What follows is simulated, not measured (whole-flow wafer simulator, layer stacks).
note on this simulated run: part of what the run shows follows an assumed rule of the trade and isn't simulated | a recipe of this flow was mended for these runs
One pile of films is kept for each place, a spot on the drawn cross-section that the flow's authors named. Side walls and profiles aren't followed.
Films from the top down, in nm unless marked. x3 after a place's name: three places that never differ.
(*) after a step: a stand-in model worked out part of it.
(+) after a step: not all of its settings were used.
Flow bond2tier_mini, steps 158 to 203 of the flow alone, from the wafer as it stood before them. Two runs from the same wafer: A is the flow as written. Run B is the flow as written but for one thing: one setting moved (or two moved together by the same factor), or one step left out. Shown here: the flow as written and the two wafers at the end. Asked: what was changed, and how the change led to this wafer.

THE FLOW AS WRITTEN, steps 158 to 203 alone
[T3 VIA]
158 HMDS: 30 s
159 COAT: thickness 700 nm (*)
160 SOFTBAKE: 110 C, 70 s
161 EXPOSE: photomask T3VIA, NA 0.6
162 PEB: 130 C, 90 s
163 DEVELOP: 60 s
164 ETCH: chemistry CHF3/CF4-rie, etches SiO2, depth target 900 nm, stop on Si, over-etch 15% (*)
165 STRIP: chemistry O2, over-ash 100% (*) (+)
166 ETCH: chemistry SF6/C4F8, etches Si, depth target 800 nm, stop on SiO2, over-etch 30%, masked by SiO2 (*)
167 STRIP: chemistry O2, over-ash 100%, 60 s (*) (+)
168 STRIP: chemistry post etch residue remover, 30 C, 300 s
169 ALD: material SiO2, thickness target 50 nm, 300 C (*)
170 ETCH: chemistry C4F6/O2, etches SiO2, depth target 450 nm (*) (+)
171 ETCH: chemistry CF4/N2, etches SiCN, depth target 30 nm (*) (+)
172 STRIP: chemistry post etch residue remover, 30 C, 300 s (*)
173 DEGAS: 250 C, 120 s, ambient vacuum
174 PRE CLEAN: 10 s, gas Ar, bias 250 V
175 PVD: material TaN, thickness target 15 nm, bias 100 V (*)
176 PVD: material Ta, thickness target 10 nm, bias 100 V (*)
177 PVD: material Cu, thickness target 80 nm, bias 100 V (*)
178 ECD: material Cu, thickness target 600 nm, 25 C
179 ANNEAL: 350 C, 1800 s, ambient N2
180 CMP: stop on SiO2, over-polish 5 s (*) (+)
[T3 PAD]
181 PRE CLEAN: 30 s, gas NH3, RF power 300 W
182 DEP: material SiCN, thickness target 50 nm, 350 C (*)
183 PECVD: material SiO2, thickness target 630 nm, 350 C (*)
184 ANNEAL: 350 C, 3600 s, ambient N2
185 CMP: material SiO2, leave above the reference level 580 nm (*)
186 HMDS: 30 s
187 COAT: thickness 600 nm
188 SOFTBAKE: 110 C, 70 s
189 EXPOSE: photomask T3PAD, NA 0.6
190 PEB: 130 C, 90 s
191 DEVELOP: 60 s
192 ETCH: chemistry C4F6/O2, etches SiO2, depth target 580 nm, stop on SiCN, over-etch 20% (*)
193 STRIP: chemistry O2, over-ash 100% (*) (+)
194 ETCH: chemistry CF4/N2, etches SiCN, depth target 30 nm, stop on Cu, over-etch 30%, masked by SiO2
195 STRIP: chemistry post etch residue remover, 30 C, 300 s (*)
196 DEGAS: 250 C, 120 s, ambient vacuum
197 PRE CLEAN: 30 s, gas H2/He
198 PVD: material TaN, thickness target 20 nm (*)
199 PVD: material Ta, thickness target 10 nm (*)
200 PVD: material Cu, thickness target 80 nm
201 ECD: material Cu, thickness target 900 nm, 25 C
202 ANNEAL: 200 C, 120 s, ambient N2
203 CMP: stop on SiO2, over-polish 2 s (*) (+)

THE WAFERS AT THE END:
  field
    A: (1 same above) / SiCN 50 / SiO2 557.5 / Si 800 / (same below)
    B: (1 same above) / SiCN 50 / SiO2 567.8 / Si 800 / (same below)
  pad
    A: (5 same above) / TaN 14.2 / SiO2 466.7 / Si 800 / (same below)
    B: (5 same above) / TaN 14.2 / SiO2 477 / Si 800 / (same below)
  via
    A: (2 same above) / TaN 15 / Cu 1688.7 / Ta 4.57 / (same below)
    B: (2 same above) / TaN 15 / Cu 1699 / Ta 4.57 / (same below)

The cause: step 165, STRIP: chemistry O2, over-ash 100% (*) (+), was left out.

How the change led to this, step by step:
  166 ETCH: chemistry SF6/C4F8, etches Si, depth target 800 nm, stop on SiO2, over-etch 30%, masked by SiO2 (*)
      field, pad: A SiO2 -10.3 | B thick-KrF-resist -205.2
  167 STRIP: chemistry O2, over-ash 100%, 60 s (*) (+)
      field: A nothing | B thick-KrF-resist -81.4 (all of it)
      pad: A nothing | B thick-KrF-resist -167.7 (all of it)
